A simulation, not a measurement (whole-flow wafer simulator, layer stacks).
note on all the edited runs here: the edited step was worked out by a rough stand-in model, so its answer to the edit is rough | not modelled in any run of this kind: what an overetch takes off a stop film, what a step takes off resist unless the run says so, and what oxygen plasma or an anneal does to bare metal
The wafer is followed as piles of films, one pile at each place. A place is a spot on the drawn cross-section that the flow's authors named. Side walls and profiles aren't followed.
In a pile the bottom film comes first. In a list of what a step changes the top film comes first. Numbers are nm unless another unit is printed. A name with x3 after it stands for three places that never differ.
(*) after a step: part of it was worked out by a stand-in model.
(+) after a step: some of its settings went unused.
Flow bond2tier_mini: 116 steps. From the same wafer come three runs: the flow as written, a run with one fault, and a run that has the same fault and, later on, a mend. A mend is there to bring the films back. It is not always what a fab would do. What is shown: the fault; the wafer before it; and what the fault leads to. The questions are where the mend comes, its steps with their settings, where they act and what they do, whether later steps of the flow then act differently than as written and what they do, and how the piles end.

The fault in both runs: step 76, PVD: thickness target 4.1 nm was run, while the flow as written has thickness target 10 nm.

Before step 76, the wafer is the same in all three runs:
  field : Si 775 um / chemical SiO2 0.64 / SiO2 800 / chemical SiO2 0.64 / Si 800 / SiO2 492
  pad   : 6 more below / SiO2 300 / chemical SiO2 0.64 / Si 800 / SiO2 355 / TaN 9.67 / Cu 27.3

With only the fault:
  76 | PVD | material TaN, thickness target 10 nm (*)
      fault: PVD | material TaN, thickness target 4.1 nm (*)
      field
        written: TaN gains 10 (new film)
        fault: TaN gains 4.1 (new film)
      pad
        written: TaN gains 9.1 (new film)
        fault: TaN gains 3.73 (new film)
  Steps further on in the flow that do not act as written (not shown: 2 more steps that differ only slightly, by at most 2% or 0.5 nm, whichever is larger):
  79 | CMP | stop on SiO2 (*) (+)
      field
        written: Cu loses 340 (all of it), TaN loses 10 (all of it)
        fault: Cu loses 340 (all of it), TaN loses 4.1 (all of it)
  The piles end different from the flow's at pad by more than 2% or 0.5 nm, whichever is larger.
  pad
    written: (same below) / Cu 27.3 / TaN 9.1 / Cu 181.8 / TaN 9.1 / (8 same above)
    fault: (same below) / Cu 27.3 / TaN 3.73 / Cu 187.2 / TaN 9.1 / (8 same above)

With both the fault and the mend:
  After step 76 comes the mend.
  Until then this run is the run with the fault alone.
  76a | PVD | material TaN, thickness target 5.9 nm (*) (the flow's step 76, run once more with other settings)
      field
        TaN gains 5.9
      pad
        TaN gains 5.37
  None of the later steps of the flow acts differently than as written at any place that is followed.
  By the end, the piles equal the flow's at every place that both follow.
